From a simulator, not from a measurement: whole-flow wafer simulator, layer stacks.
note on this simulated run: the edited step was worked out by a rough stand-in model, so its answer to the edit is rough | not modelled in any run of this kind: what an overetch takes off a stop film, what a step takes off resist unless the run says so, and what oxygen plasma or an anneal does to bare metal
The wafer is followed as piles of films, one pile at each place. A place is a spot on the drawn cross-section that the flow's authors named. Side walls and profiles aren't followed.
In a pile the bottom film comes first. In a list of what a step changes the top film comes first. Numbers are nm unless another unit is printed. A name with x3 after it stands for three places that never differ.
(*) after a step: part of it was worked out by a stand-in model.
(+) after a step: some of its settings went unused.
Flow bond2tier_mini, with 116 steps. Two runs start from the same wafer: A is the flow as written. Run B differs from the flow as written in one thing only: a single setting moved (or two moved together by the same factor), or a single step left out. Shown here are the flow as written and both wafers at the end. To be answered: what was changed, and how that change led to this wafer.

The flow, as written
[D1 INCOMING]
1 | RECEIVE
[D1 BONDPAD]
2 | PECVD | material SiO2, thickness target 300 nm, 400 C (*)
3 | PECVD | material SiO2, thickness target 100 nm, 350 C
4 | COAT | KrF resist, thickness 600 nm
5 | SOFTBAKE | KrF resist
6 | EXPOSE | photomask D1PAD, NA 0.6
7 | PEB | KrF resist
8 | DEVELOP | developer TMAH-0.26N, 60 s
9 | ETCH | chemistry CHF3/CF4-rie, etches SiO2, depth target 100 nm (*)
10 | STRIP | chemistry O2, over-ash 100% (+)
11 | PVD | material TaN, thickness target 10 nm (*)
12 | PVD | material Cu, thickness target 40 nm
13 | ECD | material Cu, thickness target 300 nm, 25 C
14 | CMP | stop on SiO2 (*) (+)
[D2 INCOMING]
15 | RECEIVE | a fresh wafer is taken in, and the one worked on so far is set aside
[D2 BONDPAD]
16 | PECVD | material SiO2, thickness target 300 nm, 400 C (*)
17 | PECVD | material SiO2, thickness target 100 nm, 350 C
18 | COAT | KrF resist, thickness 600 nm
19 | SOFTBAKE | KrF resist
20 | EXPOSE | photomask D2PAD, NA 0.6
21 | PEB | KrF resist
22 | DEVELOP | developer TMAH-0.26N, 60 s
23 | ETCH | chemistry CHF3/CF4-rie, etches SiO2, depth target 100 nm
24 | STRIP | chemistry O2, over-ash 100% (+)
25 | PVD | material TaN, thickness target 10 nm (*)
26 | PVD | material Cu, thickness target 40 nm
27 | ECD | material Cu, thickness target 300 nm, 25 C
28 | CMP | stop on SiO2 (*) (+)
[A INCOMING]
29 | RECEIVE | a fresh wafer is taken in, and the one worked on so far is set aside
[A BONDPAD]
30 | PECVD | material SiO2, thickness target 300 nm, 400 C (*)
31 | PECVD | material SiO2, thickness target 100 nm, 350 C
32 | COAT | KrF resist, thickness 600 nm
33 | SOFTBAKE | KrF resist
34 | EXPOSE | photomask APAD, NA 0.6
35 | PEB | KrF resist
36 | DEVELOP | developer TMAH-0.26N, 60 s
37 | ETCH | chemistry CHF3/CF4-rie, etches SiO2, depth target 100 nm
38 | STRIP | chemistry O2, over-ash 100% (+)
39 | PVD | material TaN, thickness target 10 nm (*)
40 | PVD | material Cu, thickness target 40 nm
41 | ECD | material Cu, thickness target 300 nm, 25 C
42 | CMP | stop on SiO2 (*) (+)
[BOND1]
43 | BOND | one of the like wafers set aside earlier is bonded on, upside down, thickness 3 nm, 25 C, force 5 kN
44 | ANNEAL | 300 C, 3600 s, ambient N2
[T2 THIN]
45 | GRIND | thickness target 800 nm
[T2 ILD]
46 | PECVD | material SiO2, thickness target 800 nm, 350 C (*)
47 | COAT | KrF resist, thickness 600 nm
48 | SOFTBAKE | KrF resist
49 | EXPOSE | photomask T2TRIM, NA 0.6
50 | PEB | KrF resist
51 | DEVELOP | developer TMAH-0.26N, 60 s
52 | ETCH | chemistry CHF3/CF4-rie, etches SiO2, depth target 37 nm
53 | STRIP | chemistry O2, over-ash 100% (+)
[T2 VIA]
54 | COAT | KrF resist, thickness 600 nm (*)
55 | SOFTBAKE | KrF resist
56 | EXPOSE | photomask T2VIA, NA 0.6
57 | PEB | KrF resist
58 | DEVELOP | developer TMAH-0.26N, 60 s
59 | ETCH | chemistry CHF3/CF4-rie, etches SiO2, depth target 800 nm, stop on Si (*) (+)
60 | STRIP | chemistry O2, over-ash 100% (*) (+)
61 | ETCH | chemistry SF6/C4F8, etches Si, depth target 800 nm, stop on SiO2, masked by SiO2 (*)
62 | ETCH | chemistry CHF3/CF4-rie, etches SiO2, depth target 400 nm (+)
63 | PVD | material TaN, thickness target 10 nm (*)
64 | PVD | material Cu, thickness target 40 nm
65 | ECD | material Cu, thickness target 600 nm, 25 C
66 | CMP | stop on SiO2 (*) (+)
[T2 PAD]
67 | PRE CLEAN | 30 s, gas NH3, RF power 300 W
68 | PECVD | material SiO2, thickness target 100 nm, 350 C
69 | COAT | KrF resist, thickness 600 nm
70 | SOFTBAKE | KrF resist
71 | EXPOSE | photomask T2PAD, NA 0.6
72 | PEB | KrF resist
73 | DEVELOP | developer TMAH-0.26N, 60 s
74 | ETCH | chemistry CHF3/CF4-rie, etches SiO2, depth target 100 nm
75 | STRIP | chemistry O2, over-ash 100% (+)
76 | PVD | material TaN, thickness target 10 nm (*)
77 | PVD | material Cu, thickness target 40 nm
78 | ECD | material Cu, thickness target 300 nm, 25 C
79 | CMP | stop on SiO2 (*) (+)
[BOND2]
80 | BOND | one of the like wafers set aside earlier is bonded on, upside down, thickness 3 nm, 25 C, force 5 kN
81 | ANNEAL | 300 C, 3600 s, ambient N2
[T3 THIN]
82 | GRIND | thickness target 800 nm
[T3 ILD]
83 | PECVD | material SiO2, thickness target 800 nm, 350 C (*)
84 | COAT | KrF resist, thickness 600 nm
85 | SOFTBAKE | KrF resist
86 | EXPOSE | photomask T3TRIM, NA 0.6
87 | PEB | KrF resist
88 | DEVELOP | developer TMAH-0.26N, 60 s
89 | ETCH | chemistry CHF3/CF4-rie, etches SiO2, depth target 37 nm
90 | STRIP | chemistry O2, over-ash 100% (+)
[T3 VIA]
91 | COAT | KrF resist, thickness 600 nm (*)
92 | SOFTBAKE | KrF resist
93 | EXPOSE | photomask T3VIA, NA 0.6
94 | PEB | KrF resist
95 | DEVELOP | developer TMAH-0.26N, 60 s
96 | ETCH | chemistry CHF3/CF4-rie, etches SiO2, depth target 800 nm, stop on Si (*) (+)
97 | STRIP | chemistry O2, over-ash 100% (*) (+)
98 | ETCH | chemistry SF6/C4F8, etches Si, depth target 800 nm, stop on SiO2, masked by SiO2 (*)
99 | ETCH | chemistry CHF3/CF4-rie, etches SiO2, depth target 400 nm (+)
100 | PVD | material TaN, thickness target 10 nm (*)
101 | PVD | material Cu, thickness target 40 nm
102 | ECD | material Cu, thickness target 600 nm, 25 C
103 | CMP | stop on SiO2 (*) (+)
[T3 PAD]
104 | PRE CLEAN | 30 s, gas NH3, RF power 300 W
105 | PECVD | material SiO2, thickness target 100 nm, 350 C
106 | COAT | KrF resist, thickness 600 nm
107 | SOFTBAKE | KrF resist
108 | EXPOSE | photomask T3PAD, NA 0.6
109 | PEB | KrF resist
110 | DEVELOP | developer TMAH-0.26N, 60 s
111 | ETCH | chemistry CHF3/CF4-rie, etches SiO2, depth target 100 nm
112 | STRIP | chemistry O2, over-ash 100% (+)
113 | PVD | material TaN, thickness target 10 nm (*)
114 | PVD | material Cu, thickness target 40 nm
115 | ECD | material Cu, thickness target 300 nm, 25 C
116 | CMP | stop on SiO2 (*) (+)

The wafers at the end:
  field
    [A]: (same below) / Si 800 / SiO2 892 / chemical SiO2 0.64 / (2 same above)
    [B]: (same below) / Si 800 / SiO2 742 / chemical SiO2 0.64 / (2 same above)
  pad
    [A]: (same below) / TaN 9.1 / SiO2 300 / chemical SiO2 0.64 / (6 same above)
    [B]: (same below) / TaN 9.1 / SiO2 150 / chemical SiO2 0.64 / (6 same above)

The reason: step 16, PECVD: thickness target 150 nm was run, whereas the flow has thickness target 300 nm.
The wafer itself shows it: pad has SiO2 150, and step 16 as written asks for 300 nm.

Step by step, how the change led to this:
  16 | PECVD | material SiO2, thickness target 300 nm, 400 C (*)
      field, pad, via: A +300 SiO2 (new film) | B +150 SiO2 (new film)
  80 | BOND | one of the like wafers set aside earlier is bonded on, upside down, thickness 3 nm, 25 C, force 5 kN
      field: A +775 um Si (new film), +0.64 chemical SiO2 (new film), +400 SiO2 | B +775 um Si (new film), +0.64 chemical SiO2 (new film), +250 SiO2
      pad: A +775 um Si (new film), +0.64 chemical SiO2 (new film), +300 SiO2 (new film), +9.1 TaN (new film), +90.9 Cu | B +775 um Si (new film), +0.64 chemical SiO2 (new film), +150 SiO2 (new film), +9.1 TaN (new film), +90.9 Cu
